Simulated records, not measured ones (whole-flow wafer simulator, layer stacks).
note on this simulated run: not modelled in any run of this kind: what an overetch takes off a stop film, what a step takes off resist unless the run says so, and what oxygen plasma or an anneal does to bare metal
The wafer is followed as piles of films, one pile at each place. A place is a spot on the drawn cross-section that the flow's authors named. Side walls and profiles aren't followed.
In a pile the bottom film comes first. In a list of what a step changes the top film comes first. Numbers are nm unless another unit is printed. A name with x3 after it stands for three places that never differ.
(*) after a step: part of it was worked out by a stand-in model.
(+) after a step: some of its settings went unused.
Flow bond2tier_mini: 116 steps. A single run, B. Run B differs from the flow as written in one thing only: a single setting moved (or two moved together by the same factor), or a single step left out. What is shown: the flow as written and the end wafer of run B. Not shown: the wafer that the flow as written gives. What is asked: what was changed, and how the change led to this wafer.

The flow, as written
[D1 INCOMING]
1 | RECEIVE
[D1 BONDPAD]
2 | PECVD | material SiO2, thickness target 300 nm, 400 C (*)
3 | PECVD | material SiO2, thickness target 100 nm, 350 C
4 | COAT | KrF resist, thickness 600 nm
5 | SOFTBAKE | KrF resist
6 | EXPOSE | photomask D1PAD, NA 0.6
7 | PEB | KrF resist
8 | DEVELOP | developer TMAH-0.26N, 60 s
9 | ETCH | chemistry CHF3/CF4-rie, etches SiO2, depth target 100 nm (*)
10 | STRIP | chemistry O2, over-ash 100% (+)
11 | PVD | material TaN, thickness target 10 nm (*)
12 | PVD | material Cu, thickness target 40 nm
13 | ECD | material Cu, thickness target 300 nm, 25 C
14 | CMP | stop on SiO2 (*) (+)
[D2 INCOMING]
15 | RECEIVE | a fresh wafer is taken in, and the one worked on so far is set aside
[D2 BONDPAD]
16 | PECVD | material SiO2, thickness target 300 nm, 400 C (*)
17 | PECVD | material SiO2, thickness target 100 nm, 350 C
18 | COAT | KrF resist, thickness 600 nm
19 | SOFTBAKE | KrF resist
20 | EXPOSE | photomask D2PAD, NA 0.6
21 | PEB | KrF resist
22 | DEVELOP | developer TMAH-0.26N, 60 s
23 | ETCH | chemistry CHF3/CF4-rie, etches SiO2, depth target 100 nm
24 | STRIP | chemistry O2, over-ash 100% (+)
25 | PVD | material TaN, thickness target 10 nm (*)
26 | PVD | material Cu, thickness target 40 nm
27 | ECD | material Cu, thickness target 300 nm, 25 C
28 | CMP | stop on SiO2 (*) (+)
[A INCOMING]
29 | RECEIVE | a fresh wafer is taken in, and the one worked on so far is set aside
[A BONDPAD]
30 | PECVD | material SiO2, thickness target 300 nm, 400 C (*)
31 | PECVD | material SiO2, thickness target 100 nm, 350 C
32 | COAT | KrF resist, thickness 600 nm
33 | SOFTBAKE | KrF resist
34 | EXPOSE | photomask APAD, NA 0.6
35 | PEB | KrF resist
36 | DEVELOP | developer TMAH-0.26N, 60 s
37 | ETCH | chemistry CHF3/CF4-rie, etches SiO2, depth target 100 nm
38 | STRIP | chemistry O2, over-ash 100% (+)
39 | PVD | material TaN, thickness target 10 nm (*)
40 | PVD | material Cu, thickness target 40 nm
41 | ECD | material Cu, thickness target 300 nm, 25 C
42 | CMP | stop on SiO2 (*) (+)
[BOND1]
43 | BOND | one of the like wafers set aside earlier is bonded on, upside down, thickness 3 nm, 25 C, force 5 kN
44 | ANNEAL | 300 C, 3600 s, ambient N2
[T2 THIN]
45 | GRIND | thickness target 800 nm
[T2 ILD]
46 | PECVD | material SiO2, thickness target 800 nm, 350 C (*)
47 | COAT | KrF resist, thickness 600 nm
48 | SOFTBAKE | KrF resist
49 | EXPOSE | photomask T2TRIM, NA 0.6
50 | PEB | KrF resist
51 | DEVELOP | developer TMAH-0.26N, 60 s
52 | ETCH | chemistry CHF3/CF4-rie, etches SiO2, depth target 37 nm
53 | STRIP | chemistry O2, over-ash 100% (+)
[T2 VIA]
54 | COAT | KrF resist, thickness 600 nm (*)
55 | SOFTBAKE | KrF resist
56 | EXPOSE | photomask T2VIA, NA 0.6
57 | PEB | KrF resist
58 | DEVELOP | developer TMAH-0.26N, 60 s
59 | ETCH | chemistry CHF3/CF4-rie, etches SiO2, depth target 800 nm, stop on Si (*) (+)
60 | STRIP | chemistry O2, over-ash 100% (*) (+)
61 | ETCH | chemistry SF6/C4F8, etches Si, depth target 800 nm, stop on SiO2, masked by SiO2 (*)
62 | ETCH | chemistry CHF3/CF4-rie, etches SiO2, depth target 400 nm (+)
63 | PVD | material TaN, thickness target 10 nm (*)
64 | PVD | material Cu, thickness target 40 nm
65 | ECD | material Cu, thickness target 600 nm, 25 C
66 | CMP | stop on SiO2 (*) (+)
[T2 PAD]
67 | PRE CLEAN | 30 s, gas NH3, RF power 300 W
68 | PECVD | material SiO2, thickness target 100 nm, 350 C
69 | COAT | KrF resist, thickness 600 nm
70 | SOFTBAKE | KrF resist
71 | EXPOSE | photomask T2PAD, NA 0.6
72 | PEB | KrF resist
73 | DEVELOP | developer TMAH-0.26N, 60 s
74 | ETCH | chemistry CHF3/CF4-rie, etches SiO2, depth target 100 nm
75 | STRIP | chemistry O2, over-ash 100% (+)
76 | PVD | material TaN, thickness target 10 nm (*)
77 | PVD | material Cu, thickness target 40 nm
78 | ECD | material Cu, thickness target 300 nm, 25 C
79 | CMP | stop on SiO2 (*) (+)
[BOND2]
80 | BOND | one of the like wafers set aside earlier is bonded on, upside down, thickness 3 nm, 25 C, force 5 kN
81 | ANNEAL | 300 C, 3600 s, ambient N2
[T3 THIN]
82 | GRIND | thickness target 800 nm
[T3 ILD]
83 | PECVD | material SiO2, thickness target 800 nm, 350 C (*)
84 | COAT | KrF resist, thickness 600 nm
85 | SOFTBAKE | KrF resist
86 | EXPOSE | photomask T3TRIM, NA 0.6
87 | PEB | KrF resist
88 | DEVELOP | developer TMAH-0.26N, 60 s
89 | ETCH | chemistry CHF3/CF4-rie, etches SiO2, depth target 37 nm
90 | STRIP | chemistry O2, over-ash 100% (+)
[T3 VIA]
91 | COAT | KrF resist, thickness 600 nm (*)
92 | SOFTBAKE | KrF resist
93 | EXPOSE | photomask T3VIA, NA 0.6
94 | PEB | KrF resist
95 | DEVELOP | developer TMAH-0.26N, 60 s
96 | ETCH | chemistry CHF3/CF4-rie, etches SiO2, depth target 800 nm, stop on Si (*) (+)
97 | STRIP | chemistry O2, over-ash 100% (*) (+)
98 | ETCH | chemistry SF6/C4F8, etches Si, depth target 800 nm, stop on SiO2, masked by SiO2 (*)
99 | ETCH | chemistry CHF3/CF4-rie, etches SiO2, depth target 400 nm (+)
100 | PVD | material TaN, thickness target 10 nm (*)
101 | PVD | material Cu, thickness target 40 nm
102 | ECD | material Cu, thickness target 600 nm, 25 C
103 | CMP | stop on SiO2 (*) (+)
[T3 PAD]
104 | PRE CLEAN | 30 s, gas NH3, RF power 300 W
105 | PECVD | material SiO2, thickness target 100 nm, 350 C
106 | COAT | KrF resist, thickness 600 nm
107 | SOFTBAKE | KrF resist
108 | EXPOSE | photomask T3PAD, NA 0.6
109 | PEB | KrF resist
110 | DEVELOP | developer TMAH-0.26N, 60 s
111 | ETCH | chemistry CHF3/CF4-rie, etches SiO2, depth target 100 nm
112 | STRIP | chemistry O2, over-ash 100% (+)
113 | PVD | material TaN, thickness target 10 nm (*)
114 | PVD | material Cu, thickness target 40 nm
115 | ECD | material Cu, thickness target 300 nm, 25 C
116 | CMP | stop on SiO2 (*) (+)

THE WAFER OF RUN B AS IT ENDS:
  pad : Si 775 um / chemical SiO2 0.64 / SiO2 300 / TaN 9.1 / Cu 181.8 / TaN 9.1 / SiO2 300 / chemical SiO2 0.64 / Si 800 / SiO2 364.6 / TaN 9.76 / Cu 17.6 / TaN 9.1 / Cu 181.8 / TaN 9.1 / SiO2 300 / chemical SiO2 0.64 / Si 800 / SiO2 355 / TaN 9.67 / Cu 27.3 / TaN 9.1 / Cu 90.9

The reason: step 52, ETCH: depth target 27.4 nm was run, whereas the flow has depth target 37 nm.

Step by step, how the change led to this:
  52 | ETCH | chemistry CHF3/CF4-rie, etches SiO2, depth target 37 nm
      pad, via: -27.4 SiO2 (as written it would have been: -37 SiO2)
      field: -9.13 KrF resist (as written it would have been: -12.3 KrF resist)
